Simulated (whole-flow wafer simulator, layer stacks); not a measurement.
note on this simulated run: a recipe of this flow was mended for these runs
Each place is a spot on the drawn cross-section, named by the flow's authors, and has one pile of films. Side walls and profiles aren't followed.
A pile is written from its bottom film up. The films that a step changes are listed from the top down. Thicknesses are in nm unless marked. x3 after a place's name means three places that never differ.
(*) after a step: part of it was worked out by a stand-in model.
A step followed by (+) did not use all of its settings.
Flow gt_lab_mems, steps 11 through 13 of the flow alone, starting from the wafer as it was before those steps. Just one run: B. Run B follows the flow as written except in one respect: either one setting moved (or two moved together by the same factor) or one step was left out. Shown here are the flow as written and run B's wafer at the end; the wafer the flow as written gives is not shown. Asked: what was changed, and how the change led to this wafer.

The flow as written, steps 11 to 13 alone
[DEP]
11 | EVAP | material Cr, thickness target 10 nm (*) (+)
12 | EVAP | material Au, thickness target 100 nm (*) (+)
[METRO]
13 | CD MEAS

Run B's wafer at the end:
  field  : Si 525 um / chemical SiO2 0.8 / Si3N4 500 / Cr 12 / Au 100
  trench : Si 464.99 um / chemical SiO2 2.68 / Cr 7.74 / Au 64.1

The reason: step 11, EVAP: thickness target 12 nm was run, though the flow has thickness target 10 nm.
One can read it off the wafer: field has Cr 12, and step 11 as written asks for 10 nm.

How this came from the change, step by step:
  11 | EVAP | material Cr, thickness target 10 nm (*) (+)
      field: +12 Cr (new film) (in the flow as written it would be: +10 Cr (new film))
      trench: +7.74 Cr (new film) (in the flow as written it would be: +6.45 Cr (new film))
